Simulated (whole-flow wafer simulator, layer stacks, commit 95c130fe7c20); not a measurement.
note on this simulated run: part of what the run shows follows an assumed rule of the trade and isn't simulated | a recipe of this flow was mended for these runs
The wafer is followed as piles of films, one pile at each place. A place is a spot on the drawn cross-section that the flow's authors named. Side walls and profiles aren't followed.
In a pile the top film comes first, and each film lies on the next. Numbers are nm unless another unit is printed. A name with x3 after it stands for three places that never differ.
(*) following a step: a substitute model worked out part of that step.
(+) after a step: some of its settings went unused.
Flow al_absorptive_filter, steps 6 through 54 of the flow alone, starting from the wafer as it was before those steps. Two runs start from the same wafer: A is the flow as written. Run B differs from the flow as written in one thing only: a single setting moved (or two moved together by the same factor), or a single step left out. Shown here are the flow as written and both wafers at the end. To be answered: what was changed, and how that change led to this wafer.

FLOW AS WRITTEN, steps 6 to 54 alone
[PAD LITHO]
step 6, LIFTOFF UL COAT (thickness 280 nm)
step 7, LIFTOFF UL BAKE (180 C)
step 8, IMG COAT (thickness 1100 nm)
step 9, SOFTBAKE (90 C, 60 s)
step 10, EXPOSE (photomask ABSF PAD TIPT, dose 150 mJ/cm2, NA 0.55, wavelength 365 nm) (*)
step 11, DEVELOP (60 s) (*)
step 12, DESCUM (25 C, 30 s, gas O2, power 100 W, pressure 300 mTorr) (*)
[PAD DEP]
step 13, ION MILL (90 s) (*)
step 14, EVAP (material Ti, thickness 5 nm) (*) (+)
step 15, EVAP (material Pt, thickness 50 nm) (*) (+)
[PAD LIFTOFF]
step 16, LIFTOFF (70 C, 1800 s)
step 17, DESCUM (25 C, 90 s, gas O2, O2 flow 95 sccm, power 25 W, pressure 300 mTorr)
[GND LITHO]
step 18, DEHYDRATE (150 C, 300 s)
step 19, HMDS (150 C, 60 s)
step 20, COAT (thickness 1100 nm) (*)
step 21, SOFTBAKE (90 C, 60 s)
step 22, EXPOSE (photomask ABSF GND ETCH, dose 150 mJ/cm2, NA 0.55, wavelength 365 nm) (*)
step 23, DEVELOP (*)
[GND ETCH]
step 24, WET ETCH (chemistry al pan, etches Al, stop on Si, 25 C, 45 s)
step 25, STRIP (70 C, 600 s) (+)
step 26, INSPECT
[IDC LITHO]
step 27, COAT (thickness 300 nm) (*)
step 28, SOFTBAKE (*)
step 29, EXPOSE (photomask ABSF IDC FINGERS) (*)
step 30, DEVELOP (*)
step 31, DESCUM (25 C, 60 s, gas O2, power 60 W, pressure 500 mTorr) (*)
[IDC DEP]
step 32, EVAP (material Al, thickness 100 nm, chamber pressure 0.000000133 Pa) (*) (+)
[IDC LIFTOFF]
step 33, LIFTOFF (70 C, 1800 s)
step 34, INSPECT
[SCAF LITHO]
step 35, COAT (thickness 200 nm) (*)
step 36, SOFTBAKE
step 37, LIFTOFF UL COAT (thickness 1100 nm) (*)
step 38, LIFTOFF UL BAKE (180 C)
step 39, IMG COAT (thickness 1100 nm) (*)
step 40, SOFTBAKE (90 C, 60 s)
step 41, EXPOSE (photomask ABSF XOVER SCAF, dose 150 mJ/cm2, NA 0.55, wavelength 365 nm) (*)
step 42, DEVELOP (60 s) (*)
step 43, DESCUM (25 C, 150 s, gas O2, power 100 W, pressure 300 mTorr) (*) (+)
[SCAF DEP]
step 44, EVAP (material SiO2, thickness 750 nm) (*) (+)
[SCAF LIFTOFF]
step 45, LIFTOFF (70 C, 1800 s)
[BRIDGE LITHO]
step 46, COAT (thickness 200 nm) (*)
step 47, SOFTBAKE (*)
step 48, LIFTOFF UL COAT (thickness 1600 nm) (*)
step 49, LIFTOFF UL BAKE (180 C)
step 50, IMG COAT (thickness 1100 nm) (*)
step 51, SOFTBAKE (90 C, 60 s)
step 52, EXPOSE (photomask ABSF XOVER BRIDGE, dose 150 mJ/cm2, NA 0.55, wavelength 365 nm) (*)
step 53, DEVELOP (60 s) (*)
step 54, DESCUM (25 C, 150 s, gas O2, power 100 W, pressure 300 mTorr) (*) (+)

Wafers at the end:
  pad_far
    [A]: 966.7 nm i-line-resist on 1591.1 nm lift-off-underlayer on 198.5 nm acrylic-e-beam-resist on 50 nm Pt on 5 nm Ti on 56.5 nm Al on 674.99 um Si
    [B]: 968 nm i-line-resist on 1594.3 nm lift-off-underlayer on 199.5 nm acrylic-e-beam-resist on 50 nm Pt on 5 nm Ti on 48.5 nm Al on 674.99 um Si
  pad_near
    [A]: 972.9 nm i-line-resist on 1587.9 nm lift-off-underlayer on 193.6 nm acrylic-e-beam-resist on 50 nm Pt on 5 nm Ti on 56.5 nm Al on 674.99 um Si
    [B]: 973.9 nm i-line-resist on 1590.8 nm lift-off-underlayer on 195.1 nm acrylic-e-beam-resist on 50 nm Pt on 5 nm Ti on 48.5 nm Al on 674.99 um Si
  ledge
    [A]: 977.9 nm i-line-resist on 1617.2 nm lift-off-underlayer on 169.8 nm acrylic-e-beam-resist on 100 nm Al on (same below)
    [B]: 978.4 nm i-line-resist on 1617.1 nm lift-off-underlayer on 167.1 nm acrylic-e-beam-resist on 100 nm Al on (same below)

The reason: step 11, DEVELOP: 84 s was run, though the flow has 60 s.

How this came from the change, step by step:
  step 11, DEVELOP (60 s) (*)
      pad_far, pad_near: A i-line-resist loses 1100 (all of it), lift-off-underlayer loses 280 (all of it), Al loses 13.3 | B i-line-resist loses 1100 (all of it), lift-off-underlayer loses 280 (all of it), Al loses 21.3
